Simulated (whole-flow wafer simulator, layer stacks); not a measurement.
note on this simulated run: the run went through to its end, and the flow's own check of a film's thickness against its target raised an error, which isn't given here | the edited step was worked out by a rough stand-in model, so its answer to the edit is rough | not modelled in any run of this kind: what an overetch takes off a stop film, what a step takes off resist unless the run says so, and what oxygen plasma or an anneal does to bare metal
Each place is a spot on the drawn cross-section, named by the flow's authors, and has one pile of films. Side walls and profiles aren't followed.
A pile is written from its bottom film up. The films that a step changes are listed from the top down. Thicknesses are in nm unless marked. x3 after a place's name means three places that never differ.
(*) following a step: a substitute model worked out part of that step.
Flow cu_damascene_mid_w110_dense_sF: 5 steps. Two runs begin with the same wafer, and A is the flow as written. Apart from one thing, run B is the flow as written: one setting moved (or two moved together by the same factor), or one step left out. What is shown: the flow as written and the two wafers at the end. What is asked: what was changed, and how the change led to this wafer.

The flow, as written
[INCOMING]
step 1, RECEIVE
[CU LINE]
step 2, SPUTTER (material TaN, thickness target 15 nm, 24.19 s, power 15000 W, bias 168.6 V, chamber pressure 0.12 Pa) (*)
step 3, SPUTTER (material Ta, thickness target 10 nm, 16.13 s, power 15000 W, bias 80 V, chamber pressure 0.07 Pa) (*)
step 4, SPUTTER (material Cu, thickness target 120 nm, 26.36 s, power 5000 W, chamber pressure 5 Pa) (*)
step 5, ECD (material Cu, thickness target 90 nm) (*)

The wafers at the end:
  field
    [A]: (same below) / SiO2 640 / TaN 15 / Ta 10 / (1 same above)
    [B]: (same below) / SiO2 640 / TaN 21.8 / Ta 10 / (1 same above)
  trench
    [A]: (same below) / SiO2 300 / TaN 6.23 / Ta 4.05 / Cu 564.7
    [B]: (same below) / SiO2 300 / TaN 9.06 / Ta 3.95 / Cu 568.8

Cause: step 2, SPUTTER: thickness target 21.8 nm was run, while the flow as written has thickness target 15 nm; step 2, SPUTTER: 35.08 s was run, where the flow has 24.19 s.
The wafer itself shows it: field has TaN 21.8, and step 2 as written asks for 15 nm.

The path from the change to this, step by step:
  step 2, SPUTTER (material TaN, thickness target 15 nm, 24.19 s, power 15000 W, bias 168.6 V, chamber pressure 0.12 Pa) (*)
      field: A TaN gains 15 (new film) | B TaN gains 21.8 (new film)
      trench: A TaN gains 6.23 (new film) | B TaN gains 9.06 (new film)
  step 4, SPUTTER (material Cu, thickness target 120 nm, 26.36 s, power 5000 W, chamber pressure 5 Pa) (*)
      trench: A Cu gains 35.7 (new film) | B Cu gains 34.9 (new film)
